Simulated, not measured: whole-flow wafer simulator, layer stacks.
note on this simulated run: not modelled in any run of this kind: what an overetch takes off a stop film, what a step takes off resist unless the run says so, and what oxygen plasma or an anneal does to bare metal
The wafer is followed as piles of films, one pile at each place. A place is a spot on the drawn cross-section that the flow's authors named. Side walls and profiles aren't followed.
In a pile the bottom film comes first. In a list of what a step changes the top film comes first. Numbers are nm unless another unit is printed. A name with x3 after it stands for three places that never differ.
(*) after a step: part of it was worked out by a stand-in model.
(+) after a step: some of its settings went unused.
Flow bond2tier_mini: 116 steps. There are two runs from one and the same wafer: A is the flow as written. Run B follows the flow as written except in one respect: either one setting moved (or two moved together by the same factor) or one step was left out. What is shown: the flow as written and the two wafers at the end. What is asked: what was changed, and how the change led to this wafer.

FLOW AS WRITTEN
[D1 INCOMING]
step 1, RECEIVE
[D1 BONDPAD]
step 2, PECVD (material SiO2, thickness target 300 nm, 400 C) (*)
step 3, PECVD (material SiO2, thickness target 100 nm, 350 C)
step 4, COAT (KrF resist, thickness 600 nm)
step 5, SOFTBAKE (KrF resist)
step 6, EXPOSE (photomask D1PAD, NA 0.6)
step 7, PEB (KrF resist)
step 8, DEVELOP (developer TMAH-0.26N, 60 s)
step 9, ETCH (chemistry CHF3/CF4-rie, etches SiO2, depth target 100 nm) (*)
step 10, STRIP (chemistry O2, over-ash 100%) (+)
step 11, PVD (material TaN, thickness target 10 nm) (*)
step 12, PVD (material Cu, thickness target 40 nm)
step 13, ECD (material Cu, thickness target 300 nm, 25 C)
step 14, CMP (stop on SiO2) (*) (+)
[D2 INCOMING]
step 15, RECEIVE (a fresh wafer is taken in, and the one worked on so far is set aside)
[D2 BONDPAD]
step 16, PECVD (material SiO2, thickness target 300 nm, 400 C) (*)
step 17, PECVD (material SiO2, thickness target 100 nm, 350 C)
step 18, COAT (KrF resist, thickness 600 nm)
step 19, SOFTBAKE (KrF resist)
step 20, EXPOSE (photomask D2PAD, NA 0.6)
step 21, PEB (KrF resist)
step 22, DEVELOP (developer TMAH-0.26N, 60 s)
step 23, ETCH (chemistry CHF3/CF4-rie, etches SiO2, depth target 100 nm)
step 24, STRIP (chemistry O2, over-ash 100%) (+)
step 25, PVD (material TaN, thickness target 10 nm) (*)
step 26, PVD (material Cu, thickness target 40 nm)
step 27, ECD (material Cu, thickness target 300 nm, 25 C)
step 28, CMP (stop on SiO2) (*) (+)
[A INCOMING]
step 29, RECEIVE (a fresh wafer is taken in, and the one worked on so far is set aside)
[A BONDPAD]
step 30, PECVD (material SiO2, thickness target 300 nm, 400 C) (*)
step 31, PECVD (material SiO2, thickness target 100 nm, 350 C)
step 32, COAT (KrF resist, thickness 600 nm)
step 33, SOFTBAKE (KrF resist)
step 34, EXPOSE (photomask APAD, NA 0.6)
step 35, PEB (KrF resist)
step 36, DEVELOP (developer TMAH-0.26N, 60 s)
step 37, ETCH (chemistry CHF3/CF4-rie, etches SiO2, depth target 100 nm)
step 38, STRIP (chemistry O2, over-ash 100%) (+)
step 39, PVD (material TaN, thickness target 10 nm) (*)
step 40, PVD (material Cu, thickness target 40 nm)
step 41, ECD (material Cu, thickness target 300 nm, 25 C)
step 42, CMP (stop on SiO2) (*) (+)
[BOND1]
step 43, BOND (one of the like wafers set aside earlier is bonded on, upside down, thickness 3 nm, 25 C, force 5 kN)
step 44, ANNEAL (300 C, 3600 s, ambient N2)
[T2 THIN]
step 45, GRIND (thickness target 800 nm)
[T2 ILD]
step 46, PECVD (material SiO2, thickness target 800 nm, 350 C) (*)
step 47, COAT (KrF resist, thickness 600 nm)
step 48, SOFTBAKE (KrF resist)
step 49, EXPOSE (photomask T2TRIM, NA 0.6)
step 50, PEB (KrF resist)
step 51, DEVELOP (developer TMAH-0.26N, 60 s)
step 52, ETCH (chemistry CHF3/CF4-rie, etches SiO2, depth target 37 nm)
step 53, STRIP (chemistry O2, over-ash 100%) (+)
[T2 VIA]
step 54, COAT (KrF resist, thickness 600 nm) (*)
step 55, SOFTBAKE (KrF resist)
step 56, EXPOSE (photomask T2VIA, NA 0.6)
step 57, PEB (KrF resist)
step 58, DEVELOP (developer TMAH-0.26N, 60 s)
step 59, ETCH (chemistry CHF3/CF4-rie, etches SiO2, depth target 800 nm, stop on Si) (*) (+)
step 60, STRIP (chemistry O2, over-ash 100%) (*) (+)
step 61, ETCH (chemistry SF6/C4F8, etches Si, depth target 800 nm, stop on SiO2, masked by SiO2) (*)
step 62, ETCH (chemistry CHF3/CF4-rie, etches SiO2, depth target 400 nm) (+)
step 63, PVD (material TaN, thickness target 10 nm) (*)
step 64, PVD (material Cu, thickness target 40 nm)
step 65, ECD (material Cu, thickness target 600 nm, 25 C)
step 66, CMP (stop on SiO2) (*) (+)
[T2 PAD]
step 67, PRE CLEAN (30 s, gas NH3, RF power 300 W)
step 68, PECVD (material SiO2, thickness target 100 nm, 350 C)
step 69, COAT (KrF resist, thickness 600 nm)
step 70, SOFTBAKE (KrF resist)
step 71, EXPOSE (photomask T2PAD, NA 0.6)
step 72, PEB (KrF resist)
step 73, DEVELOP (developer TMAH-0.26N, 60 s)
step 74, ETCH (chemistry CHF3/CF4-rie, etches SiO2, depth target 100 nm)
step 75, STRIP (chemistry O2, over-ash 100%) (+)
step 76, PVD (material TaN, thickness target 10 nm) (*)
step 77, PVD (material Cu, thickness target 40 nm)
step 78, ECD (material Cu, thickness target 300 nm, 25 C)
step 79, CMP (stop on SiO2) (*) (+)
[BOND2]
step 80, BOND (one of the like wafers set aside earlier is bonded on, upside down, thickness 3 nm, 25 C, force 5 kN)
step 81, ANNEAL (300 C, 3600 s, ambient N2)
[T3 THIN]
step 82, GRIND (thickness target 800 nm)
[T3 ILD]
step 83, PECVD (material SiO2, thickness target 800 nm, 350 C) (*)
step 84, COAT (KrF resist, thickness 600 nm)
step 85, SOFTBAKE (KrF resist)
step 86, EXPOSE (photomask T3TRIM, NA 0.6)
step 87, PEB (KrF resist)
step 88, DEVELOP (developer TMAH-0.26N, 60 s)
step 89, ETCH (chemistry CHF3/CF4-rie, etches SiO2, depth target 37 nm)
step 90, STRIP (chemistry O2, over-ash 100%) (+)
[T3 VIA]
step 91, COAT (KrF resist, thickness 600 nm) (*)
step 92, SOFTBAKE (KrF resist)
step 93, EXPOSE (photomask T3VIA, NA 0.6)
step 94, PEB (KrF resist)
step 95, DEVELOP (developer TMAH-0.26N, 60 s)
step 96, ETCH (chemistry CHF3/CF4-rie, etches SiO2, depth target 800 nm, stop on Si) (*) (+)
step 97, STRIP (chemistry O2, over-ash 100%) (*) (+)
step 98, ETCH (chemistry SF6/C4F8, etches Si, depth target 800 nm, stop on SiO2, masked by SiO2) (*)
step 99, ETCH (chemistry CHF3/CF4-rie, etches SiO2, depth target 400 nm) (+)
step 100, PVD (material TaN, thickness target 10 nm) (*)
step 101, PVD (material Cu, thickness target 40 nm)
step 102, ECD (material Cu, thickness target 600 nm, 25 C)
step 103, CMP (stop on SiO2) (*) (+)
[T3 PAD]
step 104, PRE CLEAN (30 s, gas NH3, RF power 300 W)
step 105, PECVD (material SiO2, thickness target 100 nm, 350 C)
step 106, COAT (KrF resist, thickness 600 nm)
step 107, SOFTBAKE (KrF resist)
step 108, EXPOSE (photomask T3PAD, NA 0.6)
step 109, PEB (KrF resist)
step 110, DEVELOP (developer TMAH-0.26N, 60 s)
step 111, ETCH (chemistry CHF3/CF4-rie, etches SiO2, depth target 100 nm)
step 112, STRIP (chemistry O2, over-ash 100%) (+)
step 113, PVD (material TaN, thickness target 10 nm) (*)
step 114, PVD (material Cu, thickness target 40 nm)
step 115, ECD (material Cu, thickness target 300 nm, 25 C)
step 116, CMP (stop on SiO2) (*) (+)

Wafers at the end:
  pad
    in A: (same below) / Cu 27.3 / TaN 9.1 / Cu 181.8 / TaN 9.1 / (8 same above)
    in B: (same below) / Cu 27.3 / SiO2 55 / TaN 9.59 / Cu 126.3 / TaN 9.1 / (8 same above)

What caused this: step 74, ETCH: depth target 45 nm was run, whereas the flow has depth target 100 nm.

Step by step, how the change led to this:
  step 74, ETCH (chemistry CHF3/CF4-rie, etches SiO2, depth target 100 nm)
      pad: A SiO2 loses 100 (all of it) | B SiO2 loses 45
      field: A KrF resist loses 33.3 | B KrF resist loses 15
  step 75, STRIP (chemistry O2, over-ash 100%) (+)
      field: A KrF resist loses 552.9 (all of it) | B KrF resist loses 571.3 (all of it)
  step 77, PVD (material Cu, thickness target 40 nm)
      pad: A Cu gains 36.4 (new film) | B Cu gains 38.4 (new film)
  step 78, ECD (material Cu, thickness target 300 nm, 25 C)
      pad: A Cu gains 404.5 | B Cu gains 347
With metal films that touch counted as one body, pad has 4 bodies (between them, from the top down: SiO2 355 / Si 800 / chemical SiO2 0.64 / SiO2 300; SiO2 55; SiO2 355 / Si 800 / chemical SiO2 0.64 / SiO2 300); the flow as written gives 3 bodies (between them, from the top down: SiO2 355 / Si 800 / chemical SiO2 0.64 / SiO2 300; SiO2 355 / Si 800 / chemical SiO2 0.64 / SiO2 300).
